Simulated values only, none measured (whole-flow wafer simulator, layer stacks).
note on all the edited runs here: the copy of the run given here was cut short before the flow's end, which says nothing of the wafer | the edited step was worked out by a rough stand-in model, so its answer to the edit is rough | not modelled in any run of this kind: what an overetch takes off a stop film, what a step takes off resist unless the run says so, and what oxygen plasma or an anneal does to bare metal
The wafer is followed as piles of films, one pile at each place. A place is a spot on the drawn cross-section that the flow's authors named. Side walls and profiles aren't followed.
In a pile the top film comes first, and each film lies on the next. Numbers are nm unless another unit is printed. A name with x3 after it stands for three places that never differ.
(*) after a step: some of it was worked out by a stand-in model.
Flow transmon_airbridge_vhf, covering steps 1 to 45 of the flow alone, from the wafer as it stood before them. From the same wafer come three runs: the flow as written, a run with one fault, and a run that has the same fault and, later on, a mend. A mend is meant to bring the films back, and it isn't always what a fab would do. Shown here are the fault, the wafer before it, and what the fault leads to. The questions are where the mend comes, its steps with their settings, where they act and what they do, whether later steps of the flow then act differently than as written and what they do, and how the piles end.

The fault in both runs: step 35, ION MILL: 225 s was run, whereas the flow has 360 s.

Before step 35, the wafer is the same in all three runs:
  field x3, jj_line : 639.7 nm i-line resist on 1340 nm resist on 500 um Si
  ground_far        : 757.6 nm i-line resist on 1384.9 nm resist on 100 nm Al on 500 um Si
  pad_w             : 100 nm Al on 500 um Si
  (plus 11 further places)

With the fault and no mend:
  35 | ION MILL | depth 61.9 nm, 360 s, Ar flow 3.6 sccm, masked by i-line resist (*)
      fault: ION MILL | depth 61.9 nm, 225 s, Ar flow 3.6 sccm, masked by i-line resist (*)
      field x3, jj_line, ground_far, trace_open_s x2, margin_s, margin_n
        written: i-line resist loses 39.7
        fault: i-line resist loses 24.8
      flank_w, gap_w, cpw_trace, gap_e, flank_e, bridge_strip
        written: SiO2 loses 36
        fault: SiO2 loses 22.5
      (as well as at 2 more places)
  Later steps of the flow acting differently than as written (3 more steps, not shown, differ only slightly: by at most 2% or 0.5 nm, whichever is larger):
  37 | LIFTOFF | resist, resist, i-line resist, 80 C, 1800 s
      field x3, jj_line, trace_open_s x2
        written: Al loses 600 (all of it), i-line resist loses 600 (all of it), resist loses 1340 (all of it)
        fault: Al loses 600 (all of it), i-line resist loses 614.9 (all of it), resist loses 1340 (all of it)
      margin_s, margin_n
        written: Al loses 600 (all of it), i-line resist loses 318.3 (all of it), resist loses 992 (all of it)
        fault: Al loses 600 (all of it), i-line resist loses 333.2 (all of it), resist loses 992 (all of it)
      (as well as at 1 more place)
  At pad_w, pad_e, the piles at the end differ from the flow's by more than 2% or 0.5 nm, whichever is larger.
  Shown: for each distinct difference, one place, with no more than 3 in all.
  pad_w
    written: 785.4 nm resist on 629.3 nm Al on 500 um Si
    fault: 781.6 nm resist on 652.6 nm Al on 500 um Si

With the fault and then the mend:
  After step 35 comes the mend.
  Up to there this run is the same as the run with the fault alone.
  35a | ION MILL | depth 61.9 nm, 135 s, Ar flow 3.6 sccm, masked by i-line resist (*) (a further turn of the flow's step 35, with different settings)
      field x3, jj_line, ground_far, trace_open_s x2, margin_s, margin_n
        i-line resist loses 14.9
      flank_w, gap_w, cpw_trace, gap_e, flank_e, bridge_strip
        SiO2 loses 13.5
      pad_w, pad_e
        Al loses 23.2
  Every later step of the flow that is run acts as written at every place that is followed.
  The piles end the same as the flow's at every place that both follow.
